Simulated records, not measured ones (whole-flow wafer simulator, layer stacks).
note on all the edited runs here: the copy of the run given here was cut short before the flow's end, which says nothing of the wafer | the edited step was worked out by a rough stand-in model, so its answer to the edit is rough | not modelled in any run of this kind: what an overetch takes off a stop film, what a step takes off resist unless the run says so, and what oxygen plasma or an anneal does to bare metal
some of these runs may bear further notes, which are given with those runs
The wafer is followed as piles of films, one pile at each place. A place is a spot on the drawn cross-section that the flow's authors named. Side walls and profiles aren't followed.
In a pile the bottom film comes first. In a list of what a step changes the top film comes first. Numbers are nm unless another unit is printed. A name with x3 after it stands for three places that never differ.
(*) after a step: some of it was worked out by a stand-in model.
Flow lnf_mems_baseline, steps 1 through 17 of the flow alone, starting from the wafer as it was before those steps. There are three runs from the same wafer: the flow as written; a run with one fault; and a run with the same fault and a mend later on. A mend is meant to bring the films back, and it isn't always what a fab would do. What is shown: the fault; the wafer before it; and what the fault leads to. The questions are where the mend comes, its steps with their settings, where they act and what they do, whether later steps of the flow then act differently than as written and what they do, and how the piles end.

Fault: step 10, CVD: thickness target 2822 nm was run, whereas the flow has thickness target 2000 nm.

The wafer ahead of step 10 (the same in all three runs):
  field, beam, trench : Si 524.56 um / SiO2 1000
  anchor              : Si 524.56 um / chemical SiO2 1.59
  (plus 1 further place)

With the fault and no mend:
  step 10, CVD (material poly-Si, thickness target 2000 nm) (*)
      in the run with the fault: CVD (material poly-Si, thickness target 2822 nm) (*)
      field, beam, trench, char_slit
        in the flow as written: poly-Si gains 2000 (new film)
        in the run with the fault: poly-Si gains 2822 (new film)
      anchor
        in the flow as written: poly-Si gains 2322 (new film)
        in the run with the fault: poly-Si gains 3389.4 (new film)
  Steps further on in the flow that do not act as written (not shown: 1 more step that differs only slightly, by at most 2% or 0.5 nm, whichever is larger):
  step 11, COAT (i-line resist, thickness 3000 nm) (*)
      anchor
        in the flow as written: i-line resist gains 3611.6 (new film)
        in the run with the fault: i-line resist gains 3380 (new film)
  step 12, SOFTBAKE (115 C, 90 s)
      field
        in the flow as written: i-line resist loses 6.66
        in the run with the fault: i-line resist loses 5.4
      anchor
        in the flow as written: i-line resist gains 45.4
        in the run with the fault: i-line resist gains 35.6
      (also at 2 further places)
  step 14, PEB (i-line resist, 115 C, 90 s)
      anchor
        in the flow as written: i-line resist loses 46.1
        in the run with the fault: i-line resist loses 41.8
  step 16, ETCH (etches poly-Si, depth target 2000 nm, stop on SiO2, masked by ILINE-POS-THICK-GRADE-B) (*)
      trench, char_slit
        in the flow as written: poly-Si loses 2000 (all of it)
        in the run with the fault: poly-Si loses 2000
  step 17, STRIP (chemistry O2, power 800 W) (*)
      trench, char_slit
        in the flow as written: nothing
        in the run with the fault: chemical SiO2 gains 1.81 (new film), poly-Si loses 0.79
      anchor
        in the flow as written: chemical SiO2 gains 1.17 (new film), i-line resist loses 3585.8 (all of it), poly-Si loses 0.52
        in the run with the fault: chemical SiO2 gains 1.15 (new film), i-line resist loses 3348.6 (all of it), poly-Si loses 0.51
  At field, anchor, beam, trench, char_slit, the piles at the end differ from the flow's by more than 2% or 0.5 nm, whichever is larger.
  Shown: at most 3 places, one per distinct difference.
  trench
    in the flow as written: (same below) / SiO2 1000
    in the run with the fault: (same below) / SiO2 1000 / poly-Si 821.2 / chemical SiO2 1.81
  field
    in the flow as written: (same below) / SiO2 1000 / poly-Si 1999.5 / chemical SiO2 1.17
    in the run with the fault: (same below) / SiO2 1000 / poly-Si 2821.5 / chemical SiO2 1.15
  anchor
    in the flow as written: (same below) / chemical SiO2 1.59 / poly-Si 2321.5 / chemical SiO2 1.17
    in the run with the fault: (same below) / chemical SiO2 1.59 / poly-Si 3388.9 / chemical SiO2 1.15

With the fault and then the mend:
  The mend stands after step 10.
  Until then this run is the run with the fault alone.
  step 10a, ETCH (chemistry tmah, depth target 3801 nm)
      field, beam, trench, char_slit
        poly-Si loses 2822 (all of it)
      anchor
        poly-Si loses 3389.4 (all of it)
  step 10b, CLEAN (chemistry SC1/SC2) (a further turn of the flow's step 1)
      leaves every film unchanged at each place that is followed
  step 10c, CVD (material poly-Si, thickness target 2000 nm) (*) (a further turn of the flow's step 10)
      field, beam, trench, char_slit
        poly-Si gains 2000 (new film)
      anchor
        poly-Si gains 2322 (new film)
  Every later step of the flow that is run acts as written at every place that is followed.
  By the end, the piles equal the flow's at every place that both follow.
